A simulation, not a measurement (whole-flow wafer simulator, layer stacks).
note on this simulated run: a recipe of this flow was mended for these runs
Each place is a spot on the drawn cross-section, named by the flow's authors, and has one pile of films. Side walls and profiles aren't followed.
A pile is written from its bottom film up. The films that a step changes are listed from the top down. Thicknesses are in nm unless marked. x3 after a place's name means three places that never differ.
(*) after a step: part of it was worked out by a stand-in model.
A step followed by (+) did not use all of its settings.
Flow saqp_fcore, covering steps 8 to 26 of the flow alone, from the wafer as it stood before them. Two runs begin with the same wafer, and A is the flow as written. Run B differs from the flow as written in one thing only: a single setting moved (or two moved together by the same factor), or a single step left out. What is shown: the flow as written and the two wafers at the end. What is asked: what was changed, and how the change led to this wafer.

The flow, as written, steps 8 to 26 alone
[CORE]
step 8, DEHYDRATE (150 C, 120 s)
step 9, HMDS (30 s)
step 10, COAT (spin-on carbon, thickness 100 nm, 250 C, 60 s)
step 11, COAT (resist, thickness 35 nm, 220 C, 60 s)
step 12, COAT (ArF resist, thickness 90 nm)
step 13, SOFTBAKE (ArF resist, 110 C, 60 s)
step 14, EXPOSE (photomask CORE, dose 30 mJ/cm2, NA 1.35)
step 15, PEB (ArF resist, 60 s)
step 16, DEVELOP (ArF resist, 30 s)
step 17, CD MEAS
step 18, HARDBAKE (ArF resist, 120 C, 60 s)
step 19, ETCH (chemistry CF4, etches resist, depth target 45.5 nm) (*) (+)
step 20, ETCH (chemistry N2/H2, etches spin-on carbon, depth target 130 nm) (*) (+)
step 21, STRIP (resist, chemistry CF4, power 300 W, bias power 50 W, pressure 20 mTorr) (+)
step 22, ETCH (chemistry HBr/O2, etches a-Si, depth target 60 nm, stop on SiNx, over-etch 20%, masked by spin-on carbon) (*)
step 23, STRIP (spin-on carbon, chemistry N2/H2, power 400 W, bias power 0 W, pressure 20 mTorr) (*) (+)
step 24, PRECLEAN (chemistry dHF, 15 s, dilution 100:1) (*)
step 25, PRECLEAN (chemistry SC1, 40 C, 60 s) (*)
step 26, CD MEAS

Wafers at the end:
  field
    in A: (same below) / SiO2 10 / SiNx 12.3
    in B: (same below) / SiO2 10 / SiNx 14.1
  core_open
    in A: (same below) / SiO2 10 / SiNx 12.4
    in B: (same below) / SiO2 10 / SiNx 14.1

The reason: step 21, STRIP: resist, chemistry CF4, power 300 W, bias power 50 W, pressure 20 mTorr (+), was omitted.

The path from the change to this, step by step:
  step 22, ETCH (chemistry HBr/O2, etches a-Si, depth target 60 nm, stop on SiNx, over-etch 20%, masked by spin-on carbon) (*)
      core_line: A -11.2 spin-on carbon | B -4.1 resist
      field: A -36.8 a-Si (all of it), -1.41 SiNx | B -58 a-Si (all of it), -0.56 SiNx
      (also at 1 further place)
  step 23, STRIP (spin-on carbon, chemistry N2/H2, power 400 W, bias power 0 W, pressure 20 mTorr) (*) (+)
      core_line: A -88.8 spin-on carbon (all of it) | B -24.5 resist (all of it), -100 spin-on carbon (all of it)
  step 24, PRECLEAN (chemistry dHF, 15 s, dilution 100:1) (*)
      field, core_open: A -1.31 SiNx | B -0.31 SiNx
